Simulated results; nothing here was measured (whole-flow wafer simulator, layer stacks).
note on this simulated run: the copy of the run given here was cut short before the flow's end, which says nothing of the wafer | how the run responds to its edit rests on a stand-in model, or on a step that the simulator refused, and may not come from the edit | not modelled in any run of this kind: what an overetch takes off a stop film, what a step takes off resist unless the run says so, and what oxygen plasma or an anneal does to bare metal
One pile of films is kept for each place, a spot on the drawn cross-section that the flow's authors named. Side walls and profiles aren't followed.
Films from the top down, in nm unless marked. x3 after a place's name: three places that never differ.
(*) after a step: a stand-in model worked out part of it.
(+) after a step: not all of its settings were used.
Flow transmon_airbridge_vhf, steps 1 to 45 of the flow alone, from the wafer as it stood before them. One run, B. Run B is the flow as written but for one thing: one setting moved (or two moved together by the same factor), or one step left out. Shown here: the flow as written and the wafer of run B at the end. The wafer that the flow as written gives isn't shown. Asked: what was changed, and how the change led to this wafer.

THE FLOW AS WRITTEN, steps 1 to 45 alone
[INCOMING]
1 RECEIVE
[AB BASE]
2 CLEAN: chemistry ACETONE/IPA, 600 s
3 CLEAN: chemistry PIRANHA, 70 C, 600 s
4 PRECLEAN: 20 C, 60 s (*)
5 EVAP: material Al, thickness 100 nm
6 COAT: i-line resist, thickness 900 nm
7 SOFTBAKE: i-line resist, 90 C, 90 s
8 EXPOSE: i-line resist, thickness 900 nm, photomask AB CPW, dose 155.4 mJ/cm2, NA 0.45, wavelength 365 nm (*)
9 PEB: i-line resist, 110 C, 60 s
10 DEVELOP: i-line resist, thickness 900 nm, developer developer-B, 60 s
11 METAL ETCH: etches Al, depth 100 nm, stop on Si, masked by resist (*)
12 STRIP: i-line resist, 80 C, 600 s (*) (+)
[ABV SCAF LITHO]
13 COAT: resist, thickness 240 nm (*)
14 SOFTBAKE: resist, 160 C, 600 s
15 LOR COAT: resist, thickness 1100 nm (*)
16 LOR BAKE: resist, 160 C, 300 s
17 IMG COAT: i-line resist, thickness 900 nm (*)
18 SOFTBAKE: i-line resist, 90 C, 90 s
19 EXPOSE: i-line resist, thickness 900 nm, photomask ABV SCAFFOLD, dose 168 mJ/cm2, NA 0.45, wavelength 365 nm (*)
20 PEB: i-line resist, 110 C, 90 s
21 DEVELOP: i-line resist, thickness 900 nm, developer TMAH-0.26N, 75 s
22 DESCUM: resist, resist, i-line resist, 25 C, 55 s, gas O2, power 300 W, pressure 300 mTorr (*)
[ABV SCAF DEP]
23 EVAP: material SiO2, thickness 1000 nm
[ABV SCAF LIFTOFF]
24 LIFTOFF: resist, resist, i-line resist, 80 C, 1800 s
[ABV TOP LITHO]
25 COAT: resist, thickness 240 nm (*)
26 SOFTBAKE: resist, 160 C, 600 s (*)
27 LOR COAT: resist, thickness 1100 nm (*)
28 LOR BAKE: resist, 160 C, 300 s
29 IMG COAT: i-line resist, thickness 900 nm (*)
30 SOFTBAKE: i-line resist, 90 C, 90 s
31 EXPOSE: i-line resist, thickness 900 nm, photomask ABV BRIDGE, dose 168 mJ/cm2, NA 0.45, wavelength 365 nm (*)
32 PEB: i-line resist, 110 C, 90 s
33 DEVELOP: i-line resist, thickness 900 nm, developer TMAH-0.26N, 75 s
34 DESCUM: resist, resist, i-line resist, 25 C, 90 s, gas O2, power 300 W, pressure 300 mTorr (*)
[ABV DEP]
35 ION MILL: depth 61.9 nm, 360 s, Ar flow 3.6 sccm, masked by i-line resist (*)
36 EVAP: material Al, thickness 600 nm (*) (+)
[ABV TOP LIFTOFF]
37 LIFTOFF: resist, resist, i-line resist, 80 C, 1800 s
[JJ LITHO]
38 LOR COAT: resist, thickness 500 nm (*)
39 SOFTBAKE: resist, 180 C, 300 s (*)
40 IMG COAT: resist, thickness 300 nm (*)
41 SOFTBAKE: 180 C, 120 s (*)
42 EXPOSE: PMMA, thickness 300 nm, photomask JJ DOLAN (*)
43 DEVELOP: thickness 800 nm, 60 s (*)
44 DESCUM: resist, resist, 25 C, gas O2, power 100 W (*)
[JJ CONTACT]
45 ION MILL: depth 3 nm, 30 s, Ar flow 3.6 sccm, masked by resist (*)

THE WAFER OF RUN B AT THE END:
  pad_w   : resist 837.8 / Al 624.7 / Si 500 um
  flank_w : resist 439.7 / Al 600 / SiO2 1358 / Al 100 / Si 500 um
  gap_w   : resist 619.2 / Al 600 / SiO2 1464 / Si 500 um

The cause: step 23, EVAP: thickness 1500 nm was run, where the flow has thickness 1000 nm.

How the change led to this, step by step:
  23 EVAP: material SiO2, thickness 1000 nm
      field x3, jj_line, ground_far and 10 more: SiO2 +1500 (new film) (as written it would be: SiO2 +1000 (new film))
      flank_w, flank_e: SiO2 +1394 (new film) (as written it would be: SiO2 +929.3 (new film))
  24 LIFTOFF: resist, resist, i-line resist, 80 C, 1800 s
      field x3, jj_line, trace_open_s x2: SiO2 -1500 (all of it), i-line resist -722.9 (all of it), resist -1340 (all of it) (as written it would be: SiO2 -1000 (all of it), i-line resist -722.9 (all of it), resist -1340 (all of it))
      pad_w, pad_e: SiO2 -1500 (all of it), i-line resist -718 (all of it), resist -1330.2 (all of it) (as written it would be: SiO2 -1000 (all of it), i-line resist -718 (all of it), resist -1330.2 (all of it))
      (and at 1 more place)
  25 COAT: resist, thickness 240 nm (*)
      flank_w, flank_e: resist +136 (new film) (as written it would be: resist +152.6 (new film))
      gap_w, gap_e: resist +189.9 (new film) (as written it would be: resist +210.7 (new film))
      (and at 6 more places)
  27 LOR COAT: resist, thickness 1100 nm (*)
      gap_w, gap_e: resist +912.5 (as written it would be: resist +977.8)
      margin_s, margin_n: resist +716.8 (as written it would be: resist +823.4)
      (and at 6 more places)
  29 IMG COAT: i-line resist, thickness 900 nm (*)
      gap_w, gap_e: i-line resist +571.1 (new film) (as written it would be: i-line resist +681.7 (new film))
      margin_s, margin_n: i-line resist +447.1 (new film) (as written it would be: i-line resist +603.2 (new film))
      (and at 7 more places)
  32 PEB: i-line resist, 110 C, 90 s
      pad_w, pad_e: i-line resist -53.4 (as written it would be: i-line resist -51)
      flank_w, flank_e: i-line resist -33.1 (as written it would be: i-line resist -38.3)
      (and at 7 more places)
  33 DEVELOP: i-line resist, thickness 900 nm, developer TMAH-0.26N, 75 s
      gap_w, gap_e: i-line resist -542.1 (all of it), resist -912.5 (as written it would be: i-line resist -646.9 (all of it), resist -977.8)
      pad_w: i-line resist -979.4 (all of it), resist -1325.6 (as written it would be: i-line resist -937.2 (all of it), resist -1247.8)
      (and at 5 more places)
  34 DESCUM: resist, resist, i-line resist, 25 C, 90 s, gas O2, power 300 W, pressure 300 mTorr (*)
      flank_w, flank_e: resist -136 (all of it) (as written it would be: resist -152.6 (all of it))
      gap_w, gap_e: resist -189.9 (all of it) (as written it would be: resist -210.7 (all of it))
      (and at 4 more places)
  37 LIFTOFF: resist, resist, i-line resist, 80 C, 1800 s
      margin_s, margin_n: Al -600 (all of it), i-line resist -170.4 (all of it), resist -858 (all of it) (as written it would be: Al -600 (all of it), i-line resist -318.3 (all of it), resist -992 (all of it))
      ground_far: Al -600 (all of it), i-line resist -779.8 (all of it), resist -1397.9 (all of it) (as written it would be: Al -600 (all of it), i-line resist -717.9 (all of it), resist -1384.9 (all of it))
  38 LOR COAT: resist, thickness 500 nm (*)
      pad_w, pad_e: resist +551.9 (new film) (as written it would be: resist +517 (new film))
      flank_w, flank_e: resist +274.1 (new film) (as written it would be: resist +306.5 (new film))
      (and at 6 more places)
  40 IMG COAT: resist, thickness 300 nm (*)
      pad_w, pad_e: resist +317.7 (as written it would be: resist +300.1)
      flank_w, flank_e: resist +197.4 (as written it would be: resist +212.1)
      (and at 6 more places)
